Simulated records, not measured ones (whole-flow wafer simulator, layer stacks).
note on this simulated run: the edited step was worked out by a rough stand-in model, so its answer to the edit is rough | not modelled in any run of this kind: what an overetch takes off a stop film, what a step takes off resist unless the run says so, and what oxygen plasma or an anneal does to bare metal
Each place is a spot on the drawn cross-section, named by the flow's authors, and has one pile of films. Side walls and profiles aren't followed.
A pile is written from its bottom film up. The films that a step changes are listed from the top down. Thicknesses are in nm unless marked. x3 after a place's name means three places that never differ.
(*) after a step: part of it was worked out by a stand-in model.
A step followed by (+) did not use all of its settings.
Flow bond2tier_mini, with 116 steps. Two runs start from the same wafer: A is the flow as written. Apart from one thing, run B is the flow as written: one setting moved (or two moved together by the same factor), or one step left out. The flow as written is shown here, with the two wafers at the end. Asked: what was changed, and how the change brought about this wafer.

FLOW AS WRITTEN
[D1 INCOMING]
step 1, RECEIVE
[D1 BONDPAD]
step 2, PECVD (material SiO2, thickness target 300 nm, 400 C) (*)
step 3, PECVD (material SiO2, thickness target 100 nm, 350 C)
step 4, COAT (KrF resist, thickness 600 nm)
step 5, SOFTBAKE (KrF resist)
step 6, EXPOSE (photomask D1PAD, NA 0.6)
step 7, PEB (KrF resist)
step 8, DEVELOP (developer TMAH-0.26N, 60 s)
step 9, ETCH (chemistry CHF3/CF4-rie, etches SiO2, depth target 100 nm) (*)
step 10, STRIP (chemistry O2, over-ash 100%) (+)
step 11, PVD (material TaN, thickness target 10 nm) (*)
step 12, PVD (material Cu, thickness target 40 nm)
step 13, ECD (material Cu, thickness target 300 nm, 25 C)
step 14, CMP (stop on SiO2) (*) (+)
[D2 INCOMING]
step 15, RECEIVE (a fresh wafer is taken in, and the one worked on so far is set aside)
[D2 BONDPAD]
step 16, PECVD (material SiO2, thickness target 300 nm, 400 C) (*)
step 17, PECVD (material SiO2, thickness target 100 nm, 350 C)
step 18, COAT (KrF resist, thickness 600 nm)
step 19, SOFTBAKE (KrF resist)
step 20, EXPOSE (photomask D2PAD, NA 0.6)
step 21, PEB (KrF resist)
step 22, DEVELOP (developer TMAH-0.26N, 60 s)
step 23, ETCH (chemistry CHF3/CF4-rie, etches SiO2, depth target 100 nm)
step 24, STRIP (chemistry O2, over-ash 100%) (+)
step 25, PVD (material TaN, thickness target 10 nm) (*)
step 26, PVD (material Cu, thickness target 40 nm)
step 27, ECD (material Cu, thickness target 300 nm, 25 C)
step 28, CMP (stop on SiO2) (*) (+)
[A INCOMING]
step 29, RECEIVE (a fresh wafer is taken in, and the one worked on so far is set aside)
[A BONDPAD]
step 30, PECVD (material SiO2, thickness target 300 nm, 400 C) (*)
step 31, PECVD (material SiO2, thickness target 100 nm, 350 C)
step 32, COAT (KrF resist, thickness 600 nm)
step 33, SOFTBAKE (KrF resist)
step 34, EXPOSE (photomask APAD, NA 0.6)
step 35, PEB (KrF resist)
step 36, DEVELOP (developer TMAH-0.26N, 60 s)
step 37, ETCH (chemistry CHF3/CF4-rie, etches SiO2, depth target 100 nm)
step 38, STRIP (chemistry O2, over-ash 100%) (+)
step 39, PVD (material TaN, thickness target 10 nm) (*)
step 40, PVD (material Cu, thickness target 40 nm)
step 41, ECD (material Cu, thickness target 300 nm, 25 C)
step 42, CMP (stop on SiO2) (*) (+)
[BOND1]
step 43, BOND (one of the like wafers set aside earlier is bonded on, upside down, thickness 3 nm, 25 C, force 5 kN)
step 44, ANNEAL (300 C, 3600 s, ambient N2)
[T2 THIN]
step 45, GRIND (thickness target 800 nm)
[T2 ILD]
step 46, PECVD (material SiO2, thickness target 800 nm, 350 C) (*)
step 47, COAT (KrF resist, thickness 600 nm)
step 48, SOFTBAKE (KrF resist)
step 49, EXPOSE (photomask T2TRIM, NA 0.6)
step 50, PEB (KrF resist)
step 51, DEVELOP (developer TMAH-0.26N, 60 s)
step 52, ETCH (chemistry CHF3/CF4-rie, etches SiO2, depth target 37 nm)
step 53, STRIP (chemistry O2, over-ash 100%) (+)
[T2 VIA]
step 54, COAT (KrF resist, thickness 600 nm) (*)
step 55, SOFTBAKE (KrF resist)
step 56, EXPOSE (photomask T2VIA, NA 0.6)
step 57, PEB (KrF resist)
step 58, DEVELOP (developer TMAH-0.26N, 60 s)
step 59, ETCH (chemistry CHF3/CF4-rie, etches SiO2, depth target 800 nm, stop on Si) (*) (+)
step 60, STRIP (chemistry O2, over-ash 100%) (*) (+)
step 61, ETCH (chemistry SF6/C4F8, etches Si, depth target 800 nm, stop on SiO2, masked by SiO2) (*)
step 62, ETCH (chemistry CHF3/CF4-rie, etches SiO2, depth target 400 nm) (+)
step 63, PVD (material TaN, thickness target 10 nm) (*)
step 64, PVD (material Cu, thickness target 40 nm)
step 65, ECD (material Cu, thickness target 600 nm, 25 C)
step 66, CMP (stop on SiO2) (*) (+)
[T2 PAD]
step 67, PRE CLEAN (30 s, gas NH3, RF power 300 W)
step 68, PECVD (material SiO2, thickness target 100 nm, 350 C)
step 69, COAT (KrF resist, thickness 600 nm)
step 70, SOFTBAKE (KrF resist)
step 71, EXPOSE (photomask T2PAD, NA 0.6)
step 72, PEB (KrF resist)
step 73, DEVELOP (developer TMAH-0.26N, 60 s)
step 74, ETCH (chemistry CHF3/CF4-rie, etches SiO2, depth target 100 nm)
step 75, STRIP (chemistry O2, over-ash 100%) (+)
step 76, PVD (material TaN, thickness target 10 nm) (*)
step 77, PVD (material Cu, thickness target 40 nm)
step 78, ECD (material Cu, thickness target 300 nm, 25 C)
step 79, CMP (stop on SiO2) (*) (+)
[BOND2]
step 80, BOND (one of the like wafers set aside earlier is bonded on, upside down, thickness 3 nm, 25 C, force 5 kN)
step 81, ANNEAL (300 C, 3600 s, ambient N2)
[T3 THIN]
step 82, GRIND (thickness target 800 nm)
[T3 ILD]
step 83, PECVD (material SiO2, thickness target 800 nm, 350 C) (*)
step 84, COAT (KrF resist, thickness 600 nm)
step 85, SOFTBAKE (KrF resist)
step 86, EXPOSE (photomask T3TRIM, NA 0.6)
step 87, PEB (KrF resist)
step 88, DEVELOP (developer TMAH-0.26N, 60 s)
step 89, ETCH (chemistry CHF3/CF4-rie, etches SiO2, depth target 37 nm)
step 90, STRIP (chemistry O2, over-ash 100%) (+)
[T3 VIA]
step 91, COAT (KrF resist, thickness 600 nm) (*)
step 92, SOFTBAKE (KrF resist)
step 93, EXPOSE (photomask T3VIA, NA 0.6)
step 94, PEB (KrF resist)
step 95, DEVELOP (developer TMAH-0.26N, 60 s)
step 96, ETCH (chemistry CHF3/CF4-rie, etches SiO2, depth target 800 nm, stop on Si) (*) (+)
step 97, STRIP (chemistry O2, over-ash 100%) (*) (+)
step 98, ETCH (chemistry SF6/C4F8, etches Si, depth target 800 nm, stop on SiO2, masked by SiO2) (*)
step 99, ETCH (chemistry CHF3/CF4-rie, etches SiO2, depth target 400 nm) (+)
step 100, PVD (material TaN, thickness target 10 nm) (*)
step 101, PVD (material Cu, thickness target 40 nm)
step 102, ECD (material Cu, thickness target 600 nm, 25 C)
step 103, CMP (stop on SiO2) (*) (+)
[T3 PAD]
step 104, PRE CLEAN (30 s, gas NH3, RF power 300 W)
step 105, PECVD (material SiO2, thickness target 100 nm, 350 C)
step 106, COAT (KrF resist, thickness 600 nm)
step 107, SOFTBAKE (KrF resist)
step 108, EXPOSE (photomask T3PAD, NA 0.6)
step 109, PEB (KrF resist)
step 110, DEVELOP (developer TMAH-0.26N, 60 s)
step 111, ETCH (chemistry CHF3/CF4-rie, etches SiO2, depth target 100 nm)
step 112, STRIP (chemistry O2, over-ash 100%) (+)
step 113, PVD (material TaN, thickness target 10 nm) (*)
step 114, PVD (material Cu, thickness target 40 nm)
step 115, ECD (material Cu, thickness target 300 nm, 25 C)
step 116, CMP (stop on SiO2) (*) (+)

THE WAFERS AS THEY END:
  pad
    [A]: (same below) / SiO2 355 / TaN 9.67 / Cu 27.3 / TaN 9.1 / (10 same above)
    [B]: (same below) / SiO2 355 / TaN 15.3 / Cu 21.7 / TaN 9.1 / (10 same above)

What caused this: step 63, PVD: thickness target 15.8 nm was run, whereas the flow has thickness target 10 nm.

How this came from the change, step by step:
  step 63, PVD (material TaN, thickness target 10 nm) (*)
      field: A +10 TaN (new film) | B +15.8 TaN (new film)
      pad: A +9.67 TaN (new film) | B +15.3 TaN (new film)
  step 66, CMP (stop on SiO2) (*) (+)
      field: A -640 Cu (all of it), -10 TaN (all of it) | B -640 Cu (all of it), -15.8 TaN (all of it)
